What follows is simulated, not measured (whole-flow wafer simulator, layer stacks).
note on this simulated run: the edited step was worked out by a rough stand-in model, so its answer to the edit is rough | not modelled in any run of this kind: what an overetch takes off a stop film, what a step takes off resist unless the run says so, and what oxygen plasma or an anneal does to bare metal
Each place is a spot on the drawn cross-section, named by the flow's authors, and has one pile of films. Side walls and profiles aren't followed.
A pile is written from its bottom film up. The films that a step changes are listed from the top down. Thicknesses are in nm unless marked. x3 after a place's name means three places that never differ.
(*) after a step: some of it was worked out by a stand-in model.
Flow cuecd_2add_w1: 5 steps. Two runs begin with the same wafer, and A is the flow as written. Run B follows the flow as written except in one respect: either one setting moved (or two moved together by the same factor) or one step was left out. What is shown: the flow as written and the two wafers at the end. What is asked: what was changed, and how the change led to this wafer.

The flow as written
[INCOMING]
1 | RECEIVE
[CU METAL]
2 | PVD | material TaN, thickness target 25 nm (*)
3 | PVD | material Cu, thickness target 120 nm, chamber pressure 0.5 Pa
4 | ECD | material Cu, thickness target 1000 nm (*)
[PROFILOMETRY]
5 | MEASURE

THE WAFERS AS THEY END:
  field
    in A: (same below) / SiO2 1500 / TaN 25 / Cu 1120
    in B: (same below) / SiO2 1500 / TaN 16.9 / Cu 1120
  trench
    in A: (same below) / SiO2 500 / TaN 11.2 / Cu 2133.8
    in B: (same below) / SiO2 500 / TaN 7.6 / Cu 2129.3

Cause: step 2, PVD: thickness target 16.9 nm was run, though the flow has thickness target 25 nm.
The wafer lets one read it off: field has TaN 16.9, and step 2 as written asks for 25 nm.

How this came from the change, step by step:
  2 | PVD | material TaN, thickness target 25 nm (*)
      field: A +25 TaN (new film) | B +16.9 TaN (new film)
      trench: A +11.2 TaN (new film) | B +7.6 TaN (new film)
